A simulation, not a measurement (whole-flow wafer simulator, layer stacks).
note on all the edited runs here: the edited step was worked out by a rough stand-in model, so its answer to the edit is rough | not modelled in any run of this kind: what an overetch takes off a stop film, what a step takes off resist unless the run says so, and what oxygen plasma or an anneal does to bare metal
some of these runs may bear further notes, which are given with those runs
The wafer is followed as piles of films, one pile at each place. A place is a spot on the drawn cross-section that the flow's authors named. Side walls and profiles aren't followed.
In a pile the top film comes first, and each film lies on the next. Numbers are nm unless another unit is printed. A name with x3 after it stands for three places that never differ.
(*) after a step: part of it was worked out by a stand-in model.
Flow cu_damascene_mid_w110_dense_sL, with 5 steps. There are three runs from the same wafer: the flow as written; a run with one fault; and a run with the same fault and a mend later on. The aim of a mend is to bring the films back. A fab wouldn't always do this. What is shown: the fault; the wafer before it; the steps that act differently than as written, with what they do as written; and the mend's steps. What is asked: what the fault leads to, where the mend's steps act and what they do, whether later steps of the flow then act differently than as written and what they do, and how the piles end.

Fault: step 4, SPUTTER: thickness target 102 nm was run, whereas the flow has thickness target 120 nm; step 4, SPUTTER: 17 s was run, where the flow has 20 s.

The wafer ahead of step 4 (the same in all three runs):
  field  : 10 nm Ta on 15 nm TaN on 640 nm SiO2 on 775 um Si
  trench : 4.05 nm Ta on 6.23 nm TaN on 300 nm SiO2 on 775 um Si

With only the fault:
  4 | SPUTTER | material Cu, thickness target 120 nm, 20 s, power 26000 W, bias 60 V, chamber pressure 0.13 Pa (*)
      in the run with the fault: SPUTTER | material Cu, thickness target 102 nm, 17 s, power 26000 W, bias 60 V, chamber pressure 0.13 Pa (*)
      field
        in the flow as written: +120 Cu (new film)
        in the run with the fault: +102 Cu (new film)
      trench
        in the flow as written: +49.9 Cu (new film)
        in the run with the fault: +42.4 Cu (new film)
  Steps later in the flow that act otherwise than as written:
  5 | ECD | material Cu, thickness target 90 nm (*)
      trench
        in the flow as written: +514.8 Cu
        in the run with the fault: +504.3 Cu
  By the end, the piles at field, trench depart from the flow's by more than 2% or 0.5 nm, whichever is larger.
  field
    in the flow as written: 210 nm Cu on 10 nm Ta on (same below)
    in the run with the fault: 192 nm Cu on 10 nm Ta on (same below)
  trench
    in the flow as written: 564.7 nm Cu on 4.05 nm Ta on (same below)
    in the run with the fault: 546.7 nm Cu on 4.05 nm Ta on (same below)

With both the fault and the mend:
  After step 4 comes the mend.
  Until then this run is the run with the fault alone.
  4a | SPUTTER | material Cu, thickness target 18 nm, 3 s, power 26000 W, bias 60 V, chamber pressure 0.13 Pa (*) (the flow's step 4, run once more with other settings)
      field
        +18 Cu
      trench
        +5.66 Cu
  None of the later steps of the flow differs from how it acts as written, at any place that is followed, by more than 2% or 0.5 nm, whichever is larger.
  At every place that both follow, the piles at the end match the flow's.
